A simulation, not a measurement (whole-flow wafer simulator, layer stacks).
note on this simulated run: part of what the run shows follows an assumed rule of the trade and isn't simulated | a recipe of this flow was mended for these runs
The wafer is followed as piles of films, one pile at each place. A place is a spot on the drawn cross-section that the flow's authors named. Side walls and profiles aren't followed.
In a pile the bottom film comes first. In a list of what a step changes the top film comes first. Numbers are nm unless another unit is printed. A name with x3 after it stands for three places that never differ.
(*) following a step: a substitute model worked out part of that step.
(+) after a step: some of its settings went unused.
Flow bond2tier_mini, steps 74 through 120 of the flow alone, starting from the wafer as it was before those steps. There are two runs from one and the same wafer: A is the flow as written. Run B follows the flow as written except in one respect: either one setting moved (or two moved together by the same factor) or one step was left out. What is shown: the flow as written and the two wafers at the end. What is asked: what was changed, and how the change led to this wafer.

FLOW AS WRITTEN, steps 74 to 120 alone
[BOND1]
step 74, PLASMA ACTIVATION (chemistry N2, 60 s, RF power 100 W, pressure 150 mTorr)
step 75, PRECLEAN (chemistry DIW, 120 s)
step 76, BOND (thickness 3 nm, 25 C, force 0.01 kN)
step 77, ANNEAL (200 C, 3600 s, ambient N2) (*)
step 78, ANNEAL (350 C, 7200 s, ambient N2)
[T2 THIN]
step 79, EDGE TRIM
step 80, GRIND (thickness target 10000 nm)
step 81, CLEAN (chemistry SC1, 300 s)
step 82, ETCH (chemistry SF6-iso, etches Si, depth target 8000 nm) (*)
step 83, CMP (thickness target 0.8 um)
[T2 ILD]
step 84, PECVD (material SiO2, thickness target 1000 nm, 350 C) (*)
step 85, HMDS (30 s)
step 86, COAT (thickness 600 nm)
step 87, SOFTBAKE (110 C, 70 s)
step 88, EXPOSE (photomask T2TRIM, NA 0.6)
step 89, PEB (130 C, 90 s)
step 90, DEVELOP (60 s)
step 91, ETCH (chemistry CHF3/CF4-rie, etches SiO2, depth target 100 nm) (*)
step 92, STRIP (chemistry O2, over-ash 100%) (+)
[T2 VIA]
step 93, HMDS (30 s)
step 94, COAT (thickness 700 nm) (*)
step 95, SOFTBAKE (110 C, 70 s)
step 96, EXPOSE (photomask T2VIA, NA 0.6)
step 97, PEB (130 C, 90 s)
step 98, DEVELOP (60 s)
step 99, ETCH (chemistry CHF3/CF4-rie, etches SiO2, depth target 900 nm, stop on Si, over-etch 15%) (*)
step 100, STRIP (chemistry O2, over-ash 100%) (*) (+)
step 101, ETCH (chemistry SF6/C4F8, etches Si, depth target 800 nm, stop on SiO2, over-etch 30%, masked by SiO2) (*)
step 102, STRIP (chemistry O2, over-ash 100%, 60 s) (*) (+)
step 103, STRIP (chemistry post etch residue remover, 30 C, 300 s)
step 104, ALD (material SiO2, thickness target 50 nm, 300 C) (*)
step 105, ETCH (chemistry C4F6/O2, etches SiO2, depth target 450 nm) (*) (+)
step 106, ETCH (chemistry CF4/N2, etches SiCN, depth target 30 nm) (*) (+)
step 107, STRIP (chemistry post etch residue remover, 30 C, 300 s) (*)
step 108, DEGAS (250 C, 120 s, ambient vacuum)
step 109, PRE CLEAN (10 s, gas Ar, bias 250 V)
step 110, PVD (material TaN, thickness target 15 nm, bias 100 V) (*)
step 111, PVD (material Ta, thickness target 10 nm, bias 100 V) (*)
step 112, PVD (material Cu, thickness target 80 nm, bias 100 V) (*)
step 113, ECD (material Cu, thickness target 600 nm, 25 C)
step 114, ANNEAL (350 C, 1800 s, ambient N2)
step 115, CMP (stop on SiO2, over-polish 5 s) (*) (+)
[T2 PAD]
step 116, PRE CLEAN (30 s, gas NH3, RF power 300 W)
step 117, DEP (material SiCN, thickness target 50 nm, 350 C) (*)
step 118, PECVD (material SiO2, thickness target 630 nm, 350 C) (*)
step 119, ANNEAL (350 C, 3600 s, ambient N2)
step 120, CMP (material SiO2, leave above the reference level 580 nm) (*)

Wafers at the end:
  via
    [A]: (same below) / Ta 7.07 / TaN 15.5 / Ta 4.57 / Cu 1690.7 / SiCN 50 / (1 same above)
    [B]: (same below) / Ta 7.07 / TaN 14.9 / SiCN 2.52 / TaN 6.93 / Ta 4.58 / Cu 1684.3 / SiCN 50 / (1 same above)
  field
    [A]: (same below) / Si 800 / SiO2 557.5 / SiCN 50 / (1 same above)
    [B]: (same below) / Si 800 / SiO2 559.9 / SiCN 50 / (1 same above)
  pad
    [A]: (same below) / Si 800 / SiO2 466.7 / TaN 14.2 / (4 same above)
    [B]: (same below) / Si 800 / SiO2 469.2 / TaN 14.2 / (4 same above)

What caused this: step 101, ETCH: depth target 603 nm was run, whereas the flow has depth target 800 nm.

How this came from the change, step by step:
  step 101, ETCH (chemistry SF6/C4F8, etches Si, depth target 800 nm, stop on SiO2, over-etch 30%, masked by SiO2) (*)
      via: A Si loses 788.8 (all of it), chemical SiO2 loses 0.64 (all of it), SiO2 loses 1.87 | B Si loses 783.9
      field, pad: A SiO2 loses 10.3 | B SiO2 loses 7.84
  step 104, ALD (material SiO2, thickness target 50 nm, 300 C) (*)
      via: A SiO2 gains 50 | B SiO2 gains 50 (new film)
  step 105, ETCH (chemistry C4F6/O2, etches SiO2, depth target 450 nm) (*) (+)
      via: A SiO2 loses 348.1 (all of it), SiCN loses 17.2 | B SiO2 loses 50 (all of it), Si loses 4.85 (all of it), chemical SiO2 loses 0.64 (all of it), SiO2 loses 300 (all of it), SiCN loses 0.4
  step 106, ETCH (chemistry CF4/N2, etches SiCN, depth target 30 nm) (*) (+)
      via: A SiCN loses 17.6 (all of it), TaN loses 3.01 | B SiCN loses 30
  step 109, PRE CLEAN (10 s, gas Ar, bias 250 V)
      via: A TaN loses 3.19 | B SiCN loses 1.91
  step 110, PVD (material TaN, thickness target 15 nm, bias 100 V) (*)
      via: A TaN gains 6.94 | B TaN gains 6.93 (new film)
With metal films that touch counted as one body, via has 2 bodies (between them, from the top down: SiCN 2.52); the flow as written gives 1 body.
